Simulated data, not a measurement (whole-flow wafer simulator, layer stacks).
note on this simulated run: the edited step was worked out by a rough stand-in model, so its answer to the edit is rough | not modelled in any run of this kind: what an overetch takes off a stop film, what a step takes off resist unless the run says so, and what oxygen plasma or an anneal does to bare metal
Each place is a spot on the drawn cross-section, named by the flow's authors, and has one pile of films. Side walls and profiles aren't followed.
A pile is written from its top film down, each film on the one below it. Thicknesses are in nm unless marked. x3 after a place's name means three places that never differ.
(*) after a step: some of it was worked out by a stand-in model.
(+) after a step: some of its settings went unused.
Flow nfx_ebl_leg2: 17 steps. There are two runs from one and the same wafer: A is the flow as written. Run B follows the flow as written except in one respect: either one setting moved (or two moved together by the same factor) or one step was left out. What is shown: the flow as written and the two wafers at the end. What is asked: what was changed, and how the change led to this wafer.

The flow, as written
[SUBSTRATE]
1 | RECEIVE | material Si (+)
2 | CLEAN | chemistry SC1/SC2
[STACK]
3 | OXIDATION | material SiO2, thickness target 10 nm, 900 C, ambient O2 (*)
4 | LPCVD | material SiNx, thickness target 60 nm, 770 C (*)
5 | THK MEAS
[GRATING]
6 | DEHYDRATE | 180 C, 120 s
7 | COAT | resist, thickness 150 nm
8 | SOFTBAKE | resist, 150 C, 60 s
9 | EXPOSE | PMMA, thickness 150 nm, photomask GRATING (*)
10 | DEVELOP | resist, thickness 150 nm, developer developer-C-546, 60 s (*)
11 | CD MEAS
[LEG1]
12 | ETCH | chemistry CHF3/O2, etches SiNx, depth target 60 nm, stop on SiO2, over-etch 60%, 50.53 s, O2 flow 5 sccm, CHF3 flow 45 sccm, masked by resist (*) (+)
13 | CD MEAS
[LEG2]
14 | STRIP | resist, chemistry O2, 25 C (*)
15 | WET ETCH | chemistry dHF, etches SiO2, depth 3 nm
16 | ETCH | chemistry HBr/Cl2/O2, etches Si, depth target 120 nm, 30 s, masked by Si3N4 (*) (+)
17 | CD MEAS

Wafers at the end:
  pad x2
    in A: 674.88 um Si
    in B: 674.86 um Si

What caused this: step 16, ETCH: depth target 132 nm was run, though the flow has depth target 120 nm.

Step by step, how the change led to this:
  16 | ETCH | chemistry HBr/Cl2/O2, etches Si, depth target 120 nm, 30 s, masked by Si3N4 (*) (+)
      pad x2: A Si loses 120 | B Si loses 132
